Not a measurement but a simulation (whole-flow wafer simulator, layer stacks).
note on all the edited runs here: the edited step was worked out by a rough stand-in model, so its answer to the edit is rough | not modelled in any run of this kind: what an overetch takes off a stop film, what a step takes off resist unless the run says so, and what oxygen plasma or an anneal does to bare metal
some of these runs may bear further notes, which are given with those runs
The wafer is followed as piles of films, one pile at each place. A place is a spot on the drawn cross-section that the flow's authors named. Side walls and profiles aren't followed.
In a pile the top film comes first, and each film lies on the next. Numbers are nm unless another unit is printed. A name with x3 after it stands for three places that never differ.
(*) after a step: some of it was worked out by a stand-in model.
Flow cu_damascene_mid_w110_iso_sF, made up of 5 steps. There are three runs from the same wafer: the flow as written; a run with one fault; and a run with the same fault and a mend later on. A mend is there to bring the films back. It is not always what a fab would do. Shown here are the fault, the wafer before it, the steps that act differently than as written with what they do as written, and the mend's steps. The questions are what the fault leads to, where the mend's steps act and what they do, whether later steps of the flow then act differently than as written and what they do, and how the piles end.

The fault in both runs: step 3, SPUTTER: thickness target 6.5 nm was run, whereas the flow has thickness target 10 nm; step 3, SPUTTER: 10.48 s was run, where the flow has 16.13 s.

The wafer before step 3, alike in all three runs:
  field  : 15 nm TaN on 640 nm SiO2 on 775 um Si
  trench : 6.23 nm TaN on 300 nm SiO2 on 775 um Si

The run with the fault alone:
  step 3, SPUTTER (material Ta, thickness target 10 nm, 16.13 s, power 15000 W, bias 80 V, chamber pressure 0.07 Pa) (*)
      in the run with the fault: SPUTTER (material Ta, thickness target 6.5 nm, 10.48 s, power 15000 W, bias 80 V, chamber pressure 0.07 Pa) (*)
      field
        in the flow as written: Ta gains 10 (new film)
        in the run with the fault: Ta gains 6.5 (new film)
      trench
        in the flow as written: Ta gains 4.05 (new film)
        in the run with the fault: Ta gains 2.63 (new film)
  None of the later steps of the flow differs from how it acts as written, at any place that is followed, by more than 2% or 0.5 nm, whichever is larger.
  The piles end different from the flow's at field, trench by more than 2% or 0.5 nm, whichever is larger.
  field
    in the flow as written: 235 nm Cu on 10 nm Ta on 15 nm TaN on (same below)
    in the run with the fault: 235 nm Cu on 6.5 nm Ta on 15 nm TaN on (same below)
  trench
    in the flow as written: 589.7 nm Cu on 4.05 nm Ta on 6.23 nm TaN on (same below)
    in the run with the fault: 587.6 nm Cu on 2.63 nm Ta on 6.23 nm TaN on (same below)

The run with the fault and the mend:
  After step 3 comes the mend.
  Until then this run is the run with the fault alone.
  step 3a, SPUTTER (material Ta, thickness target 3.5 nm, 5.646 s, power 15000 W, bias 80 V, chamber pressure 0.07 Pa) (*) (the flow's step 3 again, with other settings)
      field
        Ta gains 3.5
      trench
        Ta gains 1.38
  None of the later steps of the flow differs from how it acts as written, at any place that is followed, by more than 2% or 0.5 nm, whichever is larger.
  When the end is reached, the piles differ only a little from the flow's at the places that both follow, at most by 2% or 0.5 nm, whichever is larger.
